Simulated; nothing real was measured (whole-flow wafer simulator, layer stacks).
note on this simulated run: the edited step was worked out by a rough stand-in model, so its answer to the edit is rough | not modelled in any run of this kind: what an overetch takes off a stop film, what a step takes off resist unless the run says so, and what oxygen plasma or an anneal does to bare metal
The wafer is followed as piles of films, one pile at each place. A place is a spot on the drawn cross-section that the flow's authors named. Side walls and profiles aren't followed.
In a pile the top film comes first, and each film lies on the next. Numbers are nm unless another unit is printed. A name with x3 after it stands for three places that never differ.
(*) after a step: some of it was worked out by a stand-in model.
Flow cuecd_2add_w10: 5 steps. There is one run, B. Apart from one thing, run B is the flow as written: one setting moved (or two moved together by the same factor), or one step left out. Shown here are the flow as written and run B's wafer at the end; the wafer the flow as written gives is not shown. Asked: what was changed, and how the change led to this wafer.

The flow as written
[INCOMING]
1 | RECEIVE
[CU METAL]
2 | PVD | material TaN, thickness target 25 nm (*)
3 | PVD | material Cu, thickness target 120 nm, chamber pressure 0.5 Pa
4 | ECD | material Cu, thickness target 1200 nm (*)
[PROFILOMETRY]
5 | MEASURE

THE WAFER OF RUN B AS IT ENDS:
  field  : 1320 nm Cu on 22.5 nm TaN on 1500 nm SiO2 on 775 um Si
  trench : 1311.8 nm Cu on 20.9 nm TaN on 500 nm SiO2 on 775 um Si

The reason: step 2, PVD: thickness target 22.5 nm was run, while the flow as written has thickness target 25 nm.
The wafer lets one read it off: field has TaN 22.5, and step 2 as written asks for 25 nm.

Step by step, how the change led to this:
  2 | PVD | material TaN, thickness target 25 nm (*)
      field: +22.5 TaN (new film) (as written it would have been: +25 TaN (new film))
      trench: +20.9 TaN (new film) (as written it would have been: +23.2 TaN (new film))
